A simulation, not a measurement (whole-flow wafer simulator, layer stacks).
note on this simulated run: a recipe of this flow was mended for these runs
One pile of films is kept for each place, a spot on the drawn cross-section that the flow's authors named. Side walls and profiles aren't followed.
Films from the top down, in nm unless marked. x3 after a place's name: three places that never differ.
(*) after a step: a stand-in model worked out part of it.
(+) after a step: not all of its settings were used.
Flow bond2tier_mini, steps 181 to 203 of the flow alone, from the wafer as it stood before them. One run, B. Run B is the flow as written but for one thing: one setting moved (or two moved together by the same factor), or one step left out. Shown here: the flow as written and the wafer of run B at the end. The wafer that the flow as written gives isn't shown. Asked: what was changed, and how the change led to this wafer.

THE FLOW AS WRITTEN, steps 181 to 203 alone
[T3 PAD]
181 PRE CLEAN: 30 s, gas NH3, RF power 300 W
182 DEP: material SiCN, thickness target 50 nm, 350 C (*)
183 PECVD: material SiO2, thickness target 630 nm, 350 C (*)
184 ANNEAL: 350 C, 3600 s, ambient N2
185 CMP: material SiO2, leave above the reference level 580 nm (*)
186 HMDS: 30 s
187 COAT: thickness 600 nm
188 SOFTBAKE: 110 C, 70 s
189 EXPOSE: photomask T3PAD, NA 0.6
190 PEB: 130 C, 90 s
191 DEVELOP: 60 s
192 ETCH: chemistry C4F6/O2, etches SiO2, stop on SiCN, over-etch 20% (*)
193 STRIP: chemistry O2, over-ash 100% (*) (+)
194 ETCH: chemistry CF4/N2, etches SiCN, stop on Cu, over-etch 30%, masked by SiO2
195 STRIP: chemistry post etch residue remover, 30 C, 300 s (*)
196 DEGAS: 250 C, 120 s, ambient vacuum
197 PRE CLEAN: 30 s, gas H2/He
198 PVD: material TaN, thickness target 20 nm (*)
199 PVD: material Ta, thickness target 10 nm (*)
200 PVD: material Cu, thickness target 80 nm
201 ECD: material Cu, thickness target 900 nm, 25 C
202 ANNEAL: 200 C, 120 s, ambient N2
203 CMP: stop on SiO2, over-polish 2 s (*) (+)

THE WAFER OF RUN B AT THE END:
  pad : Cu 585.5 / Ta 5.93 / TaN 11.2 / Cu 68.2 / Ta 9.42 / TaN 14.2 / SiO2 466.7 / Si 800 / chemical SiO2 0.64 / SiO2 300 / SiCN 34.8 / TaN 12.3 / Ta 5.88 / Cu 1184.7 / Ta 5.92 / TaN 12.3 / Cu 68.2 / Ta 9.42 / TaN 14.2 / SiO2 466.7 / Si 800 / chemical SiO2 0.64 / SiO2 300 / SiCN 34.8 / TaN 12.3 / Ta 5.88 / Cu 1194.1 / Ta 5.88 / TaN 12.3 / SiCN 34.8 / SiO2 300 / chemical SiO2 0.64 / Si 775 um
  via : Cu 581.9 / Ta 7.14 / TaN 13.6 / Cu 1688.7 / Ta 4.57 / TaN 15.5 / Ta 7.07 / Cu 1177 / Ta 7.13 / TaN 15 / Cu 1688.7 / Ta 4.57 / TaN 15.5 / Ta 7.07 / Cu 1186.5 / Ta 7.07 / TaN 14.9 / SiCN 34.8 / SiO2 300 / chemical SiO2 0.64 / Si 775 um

The cause: step 198, PVD: thickness target 18.1 nm was run, where the flow has thickness target 20 nm.

How the change led to this, step by step:
  198 PVD: material TaN, thickness target 20 nm (*)
      field: TaN +18.1 (new film) (as written it would be: TaN +20 (new film))
      pad: TaN +11.2 (new film) (as written it would be: TaN +12.3 (new film))
      (and at 1 more place)
  203 CMP: stop on SiO2, over-polish 2 s (*) (+)
      field: Cu -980 (all of it), Ta -10 (all of it), TaN -18.1 (all of it) (as written it would be: Cu -980 (all of it), Ta -10 (all of it), TaN -20 (all of it))
